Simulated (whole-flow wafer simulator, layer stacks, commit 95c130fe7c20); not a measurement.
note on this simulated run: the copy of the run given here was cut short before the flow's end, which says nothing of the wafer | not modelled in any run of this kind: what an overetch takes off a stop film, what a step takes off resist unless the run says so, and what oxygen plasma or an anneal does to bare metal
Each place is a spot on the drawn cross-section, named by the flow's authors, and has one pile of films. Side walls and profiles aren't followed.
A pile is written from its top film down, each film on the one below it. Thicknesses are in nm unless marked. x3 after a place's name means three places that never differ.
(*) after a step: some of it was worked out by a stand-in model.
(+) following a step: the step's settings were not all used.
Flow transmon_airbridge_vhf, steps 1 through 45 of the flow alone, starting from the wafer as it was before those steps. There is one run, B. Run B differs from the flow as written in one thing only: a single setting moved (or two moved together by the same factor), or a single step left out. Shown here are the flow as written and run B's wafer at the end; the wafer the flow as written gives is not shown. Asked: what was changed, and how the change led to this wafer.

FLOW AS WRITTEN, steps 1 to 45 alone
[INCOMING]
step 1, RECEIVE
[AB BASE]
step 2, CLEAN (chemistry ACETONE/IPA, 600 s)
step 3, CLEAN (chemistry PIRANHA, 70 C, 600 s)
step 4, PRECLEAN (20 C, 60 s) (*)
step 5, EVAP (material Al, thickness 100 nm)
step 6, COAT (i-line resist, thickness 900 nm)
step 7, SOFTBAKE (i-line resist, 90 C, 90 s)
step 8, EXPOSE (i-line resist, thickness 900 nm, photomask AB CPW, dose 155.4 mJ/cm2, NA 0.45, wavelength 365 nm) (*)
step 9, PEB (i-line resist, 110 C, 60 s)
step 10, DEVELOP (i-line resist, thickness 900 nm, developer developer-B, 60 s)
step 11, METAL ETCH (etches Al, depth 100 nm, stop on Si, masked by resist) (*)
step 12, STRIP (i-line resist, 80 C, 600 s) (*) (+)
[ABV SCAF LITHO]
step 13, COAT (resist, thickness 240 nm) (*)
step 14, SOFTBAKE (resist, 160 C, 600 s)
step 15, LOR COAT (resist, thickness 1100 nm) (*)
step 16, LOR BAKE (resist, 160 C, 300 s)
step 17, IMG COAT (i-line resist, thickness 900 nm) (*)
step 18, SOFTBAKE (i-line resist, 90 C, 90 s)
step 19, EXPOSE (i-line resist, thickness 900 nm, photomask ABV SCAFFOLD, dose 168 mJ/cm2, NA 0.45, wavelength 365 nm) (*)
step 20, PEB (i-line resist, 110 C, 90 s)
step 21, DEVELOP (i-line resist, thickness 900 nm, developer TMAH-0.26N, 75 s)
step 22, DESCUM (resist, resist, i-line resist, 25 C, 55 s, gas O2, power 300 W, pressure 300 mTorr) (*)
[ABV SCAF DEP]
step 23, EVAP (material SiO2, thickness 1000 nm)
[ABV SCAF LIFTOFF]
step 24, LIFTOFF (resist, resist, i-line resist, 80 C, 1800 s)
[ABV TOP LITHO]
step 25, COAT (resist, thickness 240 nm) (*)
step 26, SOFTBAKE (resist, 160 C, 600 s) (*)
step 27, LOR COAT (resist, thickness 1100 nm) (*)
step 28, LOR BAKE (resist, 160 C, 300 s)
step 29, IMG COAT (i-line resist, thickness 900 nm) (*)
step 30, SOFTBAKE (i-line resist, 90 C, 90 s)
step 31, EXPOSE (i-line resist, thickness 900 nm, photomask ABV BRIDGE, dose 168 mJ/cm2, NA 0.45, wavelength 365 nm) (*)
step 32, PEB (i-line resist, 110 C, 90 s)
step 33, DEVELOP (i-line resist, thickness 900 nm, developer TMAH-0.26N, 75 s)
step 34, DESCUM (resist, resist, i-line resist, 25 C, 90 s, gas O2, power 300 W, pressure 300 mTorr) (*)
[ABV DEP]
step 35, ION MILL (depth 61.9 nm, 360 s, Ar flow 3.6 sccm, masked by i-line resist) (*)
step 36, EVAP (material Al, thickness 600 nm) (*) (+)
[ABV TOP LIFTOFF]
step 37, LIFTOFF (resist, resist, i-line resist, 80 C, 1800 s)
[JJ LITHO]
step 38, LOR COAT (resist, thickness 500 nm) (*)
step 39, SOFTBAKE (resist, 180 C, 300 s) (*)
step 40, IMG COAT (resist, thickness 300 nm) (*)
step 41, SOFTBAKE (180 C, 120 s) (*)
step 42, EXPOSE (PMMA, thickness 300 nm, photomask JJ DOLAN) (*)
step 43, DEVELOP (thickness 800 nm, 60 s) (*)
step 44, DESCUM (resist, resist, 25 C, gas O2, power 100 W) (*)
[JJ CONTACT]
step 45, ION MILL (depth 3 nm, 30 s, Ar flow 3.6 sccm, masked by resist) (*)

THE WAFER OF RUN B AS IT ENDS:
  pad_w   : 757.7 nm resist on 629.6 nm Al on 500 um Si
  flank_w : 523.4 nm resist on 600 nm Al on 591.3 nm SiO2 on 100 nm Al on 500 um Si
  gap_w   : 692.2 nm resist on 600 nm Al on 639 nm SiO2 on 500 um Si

Cause: step 23, EVAP: thickness 675 nm was run, though the flow has thickness 1000 nm.

Step by step, how the change led to this:
  step 23, EVAP (material SiO2, thickness 1000 nm)
      field x3, jj_line, ground_far and 10 more: +675 SiO2 (new film) (as written it would have been: +1000 SiO2 (new film))
      flank_w, flank_e: +627.3 SiO2 (new film) (as written it would have been: +929.3 SiO2 (new film))
  step 24, LIFTOFF (resist, resist, i-line resist, 80 C, 1800 s)
      field x3, jj_line, trace_open_s x2: -675 SiO2 (all of it), -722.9 i-line resist (all of it), -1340 resist (all of it) (as written it would have been: -1000 SiO2 (all of it), -722.9 i-line resist (all of it), -1340 resist (all of it))
      pad_w, pad_e: -675 SiO2 (all of it), -718 i-line resist (all of it), -1330.2 resist (all of it) (as written it would have been: -1000 SiO2 (all of it), -718 i-line resist (all of it), -1330.2 resist (all of it))
      (also at 1 further place)
  step 25, COAT (resist, thickness 240 nm) (*)
      flank_w, flank_e: +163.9 resist (new film) (as written it would have been: +152.6 resist (new film))
      gap_w, gap_e: +224.6 resist (new film) (as written it would have been: +210.7 resist (new film))
      (also at 6 further places)
  step 27, LOR COAT (resist, thickness 1100 nm) (*)
      gap_w, gap_e: +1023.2 resist (as written it would have been: +977.8 resist)
      margin_s, margin_n: +903.7 resist (as written it would have been: +823.4 resist)
      (also at 6 further places)
  step 29, IMG COAT (i-line resist, thickness 900 nm) (*)
      gap_w, gap_e: +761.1 i-line resist (new film) (as written it would have been: +681.7 i-line resist (new film))
      margin_s, margin_n: +705.6 i-line resist (new film) (as written it would have been: +603.2 i-line resist (new film))
      (also at 7 further places)
  step 32, PEB (i-line resist, 110 C, 90 s)
      pad_w, pad_e: -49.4 i-line resist (as written it would have been: -51 i-line resist)
      flank_w, flank_e: -41.5 i-line resist (as written it would have been: -38.3 i-line resist)
      (also at 7 further places)
  step 33, DEVELOP (i-line resist, thickness 900 nm, developer TMAH-0.26N, 75 s)
      gap_w, gap_e: -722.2 i-line resist (all of it), -1023.2 resist (as written it would have been: -646.9 i-line resist (all of it), -977.8 resist)
      pad_w: -909.3 i-line resist (all of it), -1196.9 resist (as written it would have been: -937.2 i-line resist (all of it), -1247.8 resist)
      (also at 5 further places)
  step 34, DESCUM (resist, resist, i-line resist, 25 C, 90 s, gas O2, power 300 W, pressure 300 mTorr) (*)
      flank_w, flank_e: -163.9 resist (all of it) (as written it would have been: -152.6 resist (all of it))
      gap_w, gap_e: -224.6 resist (all of it) (as written it would have been: -210.7 resist (all of it))
      (also at 4 further places)
  step 37, LIFTOFF (resist, resist, i-line resist, 80 C, 1800 s)
      margin_s, margin_n: -600 Al (all of it), -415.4 i-line resist (all of it), -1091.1 resist (all of it) (as written it would have been: -600 Al (all of it), -318.3 i-line resist (all of it), -992 resist (all of it))
      ground_far: -600 Al (all of it), -677.4 i-line resist (all of it), -1373.4 resist (all of it) (as written it would have been: -600 Al (all of it), -717.9 i-line resist (all of it), -1384.9 resist (all of it))
  step 38, LOR COAT (resist, thickness 500 nm) (*)
      pad_w, pad_e: +498.1 resist (new film) (as written it would have been: +517 resist (new film))
      flank_w, flank_e: +332.6 resist (new film) (as written it would have been: +306.5 resist (new film))
      (also at 6 further places)
  step 40, IMG COAT (resist, thickness 300 nm) (*)
      pad_w, pad_e: +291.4 resist (as written it would have been: +300.1 resist)
      flank_w, flank_e: +222.6 resist (as written it would have been: +212.1 resist)
      (also at 6 further places)
